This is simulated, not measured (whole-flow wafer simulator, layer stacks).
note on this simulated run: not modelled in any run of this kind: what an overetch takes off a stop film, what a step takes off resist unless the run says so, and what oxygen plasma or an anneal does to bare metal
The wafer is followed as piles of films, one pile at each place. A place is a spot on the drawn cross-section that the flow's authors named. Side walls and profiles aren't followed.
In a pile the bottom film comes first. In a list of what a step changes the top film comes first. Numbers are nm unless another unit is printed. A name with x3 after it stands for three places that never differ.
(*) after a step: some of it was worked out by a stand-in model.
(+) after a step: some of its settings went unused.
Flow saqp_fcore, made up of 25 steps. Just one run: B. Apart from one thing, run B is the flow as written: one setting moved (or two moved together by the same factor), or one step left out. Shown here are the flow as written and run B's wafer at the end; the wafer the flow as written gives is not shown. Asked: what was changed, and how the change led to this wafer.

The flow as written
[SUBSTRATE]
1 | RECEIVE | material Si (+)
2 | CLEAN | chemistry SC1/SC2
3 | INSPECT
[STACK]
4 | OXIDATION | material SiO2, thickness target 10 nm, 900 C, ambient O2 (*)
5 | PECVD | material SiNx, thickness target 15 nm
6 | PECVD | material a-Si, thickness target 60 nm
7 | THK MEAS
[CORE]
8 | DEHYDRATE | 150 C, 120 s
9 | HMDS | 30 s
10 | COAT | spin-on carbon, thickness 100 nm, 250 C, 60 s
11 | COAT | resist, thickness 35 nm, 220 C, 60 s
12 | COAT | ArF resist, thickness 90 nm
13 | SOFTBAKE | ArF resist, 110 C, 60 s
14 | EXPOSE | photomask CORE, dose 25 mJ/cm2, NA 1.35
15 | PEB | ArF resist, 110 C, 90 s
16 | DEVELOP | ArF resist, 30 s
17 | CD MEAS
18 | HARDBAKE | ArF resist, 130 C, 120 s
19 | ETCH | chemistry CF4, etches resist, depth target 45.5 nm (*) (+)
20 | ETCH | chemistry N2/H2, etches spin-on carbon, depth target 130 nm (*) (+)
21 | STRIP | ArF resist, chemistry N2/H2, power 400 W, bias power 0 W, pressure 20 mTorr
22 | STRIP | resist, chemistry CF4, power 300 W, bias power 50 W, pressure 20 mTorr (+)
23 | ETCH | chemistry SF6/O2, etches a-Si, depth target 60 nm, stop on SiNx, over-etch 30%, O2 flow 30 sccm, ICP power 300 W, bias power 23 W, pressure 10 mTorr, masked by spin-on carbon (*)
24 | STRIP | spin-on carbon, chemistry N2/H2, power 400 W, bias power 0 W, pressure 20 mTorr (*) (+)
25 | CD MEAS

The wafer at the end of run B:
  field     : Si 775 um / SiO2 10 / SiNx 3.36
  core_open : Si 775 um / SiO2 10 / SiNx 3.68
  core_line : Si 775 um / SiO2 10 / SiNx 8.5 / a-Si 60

The reason: step 5, PECVD: thickness target 8.5 nm was run, while the flow as written has thickness target 15 nm.
The wafer itself shows it: core_line has SiNx 8.5, and step 5 as written asks for 15 nm.

The path from the change to this, step by step:
  5 | PECVD | material SiNx, thickness target 15 nm
      field, core_open, core_line: SiNx gains 8.5 (new film) (it would be, as written: SiNx gains 15 (new film))
